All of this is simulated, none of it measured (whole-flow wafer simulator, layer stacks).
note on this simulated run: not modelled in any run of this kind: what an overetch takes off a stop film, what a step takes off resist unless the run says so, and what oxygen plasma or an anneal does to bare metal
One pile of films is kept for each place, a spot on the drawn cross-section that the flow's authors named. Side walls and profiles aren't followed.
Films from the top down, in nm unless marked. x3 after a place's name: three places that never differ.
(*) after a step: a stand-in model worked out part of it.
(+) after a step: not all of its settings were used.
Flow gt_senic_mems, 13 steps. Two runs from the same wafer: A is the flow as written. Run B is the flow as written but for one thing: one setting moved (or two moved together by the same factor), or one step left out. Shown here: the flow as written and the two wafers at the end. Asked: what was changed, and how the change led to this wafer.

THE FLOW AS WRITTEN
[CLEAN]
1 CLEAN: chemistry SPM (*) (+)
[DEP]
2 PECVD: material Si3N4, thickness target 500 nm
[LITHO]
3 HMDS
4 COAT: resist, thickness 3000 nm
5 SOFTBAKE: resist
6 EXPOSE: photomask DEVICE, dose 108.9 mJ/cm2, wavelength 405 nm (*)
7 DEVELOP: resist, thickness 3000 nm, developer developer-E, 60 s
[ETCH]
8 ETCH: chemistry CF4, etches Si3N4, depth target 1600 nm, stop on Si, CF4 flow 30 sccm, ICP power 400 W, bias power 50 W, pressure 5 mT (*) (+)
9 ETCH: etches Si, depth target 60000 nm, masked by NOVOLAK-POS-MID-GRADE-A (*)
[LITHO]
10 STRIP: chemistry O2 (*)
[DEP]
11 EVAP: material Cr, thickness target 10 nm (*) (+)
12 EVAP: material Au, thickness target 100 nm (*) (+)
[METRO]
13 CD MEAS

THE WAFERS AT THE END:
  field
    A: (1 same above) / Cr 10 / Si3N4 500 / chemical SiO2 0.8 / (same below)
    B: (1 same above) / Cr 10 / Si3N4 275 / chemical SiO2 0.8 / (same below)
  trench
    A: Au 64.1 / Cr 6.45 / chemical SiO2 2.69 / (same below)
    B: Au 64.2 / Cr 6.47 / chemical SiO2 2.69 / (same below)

The cause: step 2, PECVD: thickness target 275 nm was run, where the flow has thickness target 500 nm.
It can be read off the wafer: field has Si3N4 275, and step 2 as written asks for 500 nm.

How the change led to this, step by step:
  2 PECVD: material Si3N4, thickness target 500 nm
      field, trench: A Si3N4 +500 (new film) | B Si3N4 +275 (new film)
  8 ETCH: chemistry CF4, etches Si3N4, depth target 1600 nm, stop on Si, CF4 flow 30 sccm, ICP power 400 W, bias power 50 W, pressure 5 mT (*) (+)
      field: A resist -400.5 | B resist -250.5
      trench: A Si3N4 -500 (all of it), chemical SiO2 -0.8 (all of it) | B Si3N4 -275 (all of it), chemical SiO2 -0.8 (all of it)
  10 STRIP: chemistry O2 (*)
      field: A resist -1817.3 (all of it) | B resist -1967.3 (all of it)
